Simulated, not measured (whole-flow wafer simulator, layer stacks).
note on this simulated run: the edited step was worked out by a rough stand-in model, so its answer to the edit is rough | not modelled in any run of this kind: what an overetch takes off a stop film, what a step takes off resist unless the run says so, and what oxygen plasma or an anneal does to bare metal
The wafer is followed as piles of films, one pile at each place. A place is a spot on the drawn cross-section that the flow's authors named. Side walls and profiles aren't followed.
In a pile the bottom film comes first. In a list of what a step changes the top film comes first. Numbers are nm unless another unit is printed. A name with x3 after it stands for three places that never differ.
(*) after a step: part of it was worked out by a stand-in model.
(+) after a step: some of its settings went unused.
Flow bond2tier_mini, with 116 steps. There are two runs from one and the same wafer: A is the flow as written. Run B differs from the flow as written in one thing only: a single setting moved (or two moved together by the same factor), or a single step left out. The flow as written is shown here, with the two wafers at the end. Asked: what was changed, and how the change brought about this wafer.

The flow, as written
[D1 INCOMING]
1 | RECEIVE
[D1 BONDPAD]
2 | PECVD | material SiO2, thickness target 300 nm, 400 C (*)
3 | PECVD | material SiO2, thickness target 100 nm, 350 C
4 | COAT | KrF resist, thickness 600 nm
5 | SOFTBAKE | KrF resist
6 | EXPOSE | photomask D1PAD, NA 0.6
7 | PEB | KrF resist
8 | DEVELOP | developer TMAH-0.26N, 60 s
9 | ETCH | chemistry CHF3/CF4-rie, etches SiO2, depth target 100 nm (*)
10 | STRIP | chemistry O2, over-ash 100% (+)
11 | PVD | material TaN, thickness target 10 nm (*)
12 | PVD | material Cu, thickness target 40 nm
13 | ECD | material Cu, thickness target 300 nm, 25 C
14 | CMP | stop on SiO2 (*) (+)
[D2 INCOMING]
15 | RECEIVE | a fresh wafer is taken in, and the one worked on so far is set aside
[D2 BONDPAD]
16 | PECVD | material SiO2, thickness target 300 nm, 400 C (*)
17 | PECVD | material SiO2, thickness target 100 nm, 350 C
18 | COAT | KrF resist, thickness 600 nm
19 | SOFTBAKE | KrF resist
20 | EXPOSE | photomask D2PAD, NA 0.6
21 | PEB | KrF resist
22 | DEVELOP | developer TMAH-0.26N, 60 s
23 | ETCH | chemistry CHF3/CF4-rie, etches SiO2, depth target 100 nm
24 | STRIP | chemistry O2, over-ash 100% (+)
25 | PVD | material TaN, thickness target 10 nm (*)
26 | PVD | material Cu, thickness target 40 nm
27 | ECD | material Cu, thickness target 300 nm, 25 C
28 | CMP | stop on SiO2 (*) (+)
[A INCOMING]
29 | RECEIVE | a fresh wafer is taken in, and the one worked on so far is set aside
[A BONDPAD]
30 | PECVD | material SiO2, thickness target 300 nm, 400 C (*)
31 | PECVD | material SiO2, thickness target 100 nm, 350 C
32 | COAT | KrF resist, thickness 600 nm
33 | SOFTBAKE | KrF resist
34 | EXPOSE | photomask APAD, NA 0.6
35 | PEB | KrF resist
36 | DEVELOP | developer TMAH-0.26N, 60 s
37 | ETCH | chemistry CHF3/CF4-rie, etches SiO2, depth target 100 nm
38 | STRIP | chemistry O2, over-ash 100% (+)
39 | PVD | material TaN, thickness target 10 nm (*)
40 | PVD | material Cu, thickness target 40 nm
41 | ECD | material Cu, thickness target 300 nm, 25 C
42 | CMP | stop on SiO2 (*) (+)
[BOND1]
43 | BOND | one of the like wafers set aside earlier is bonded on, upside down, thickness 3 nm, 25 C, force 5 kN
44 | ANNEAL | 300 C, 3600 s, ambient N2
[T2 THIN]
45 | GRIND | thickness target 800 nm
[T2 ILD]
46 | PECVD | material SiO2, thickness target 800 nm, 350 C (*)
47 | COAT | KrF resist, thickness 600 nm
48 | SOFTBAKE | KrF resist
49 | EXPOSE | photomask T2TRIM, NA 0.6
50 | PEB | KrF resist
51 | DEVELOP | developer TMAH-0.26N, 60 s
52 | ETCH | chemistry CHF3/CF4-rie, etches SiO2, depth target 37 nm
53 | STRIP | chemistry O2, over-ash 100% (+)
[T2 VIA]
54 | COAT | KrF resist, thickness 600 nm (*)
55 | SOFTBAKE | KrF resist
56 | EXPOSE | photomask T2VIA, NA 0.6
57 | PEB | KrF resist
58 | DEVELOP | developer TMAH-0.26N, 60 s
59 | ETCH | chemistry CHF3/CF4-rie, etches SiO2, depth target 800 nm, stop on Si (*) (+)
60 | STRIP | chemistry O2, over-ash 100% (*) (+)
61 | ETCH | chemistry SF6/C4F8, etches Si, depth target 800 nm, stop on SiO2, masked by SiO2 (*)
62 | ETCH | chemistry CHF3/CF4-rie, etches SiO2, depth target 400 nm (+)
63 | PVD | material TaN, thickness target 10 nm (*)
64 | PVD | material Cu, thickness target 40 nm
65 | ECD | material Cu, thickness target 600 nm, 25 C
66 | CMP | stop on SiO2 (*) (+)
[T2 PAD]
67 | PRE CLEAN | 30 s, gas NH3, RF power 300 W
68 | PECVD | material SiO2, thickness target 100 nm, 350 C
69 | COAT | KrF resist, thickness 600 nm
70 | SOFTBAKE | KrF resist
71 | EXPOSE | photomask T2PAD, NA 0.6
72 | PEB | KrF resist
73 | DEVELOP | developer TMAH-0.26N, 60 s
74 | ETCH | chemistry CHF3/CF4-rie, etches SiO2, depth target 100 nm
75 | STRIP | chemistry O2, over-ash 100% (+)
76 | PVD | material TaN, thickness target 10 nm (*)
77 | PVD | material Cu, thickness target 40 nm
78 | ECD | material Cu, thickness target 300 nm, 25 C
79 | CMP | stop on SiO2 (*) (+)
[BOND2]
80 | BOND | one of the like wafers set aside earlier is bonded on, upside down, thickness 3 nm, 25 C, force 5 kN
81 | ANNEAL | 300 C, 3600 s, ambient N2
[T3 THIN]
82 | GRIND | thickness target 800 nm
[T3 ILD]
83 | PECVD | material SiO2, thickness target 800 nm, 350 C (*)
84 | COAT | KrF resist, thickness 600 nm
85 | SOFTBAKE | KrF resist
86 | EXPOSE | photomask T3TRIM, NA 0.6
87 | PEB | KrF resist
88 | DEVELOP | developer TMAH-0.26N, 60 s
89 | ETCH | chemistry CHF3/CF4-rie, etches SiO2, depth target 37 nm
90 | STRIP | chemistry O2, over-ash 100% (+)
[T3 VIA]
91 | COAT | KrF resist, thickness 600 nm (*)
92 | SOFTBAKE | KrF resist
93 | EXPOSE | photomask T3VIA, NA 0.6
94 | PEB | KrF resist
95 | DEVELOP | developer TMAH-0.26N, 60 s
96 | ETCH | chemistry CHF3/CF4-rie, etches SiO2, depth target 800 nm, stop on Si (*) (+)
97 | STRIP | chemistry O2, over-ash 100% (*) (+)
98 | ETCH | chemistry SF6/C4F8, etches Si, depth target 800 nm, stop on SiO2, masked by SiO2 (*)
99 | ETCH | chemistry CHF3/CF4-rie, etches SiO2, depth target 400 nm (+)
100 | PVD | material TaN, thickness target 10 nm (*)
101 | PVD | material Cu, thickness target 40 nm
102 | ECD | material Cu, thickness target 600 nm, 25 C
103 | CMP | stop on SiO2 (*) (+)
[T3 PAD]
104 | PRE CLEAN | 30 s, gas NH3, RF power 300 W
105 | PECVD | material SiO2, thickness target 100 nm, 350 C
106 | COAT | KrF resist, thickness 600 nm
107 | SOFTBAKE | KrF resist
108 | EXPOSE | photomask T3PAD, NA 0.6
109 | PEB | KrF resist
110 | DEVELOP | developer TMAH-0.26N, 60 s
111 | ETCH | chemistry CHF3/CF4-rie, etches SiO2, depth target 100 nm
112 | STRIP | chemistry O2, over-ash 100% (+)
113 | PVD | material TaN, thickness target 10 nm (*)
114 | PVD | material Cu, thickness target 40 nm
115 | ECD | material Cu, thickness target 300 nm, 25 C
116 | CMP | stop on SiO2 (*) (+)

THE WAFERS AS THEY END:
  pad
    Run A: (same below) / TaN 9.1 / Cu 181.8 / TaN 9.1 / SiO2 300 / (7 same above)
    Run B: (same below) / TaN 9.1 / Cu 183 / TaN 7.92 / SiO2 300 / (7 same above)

What caused this: step 25, PVD: thickness target 8.7 nm was run, though the flow has thickness target 10 nm.

The path from the change to this, step by step:
  25 | PVD | material TaN, thickness target 10 nm (*)
      field: A TaN gains 10 (new film) | B TaN gains 8.7 (new film)
      pad: A TaN gains 9.1 (new film) | B TaN gains 7.92 (new film)
      (also at 1 further place)
  28 | CMP | stop on SiO2 (*) (+)
      field: A Cu loses 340 (all of it), TaN loses 10 (all of it) | B Cu loses 340 (all of it), TaN loses 8.7 (all of it)
  80 | BOND | one of the like wafers set aside earlier is bonded on, upside down, thickness 3 nm, 25 C, force 5 kN
      pad: A Si gains 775 um (new film), chemical SiO2 gains 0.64 (new film), SiO2 gains 300 (new film), TaN gains 9.1 (new film), Cu gains 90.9 | B Si gains 775 um (new film), chemical SiO2 gains 0.64 (new film), SiO2 gains 300 (new film), TaN gains 7.92 (new film), Cu gains 92.1
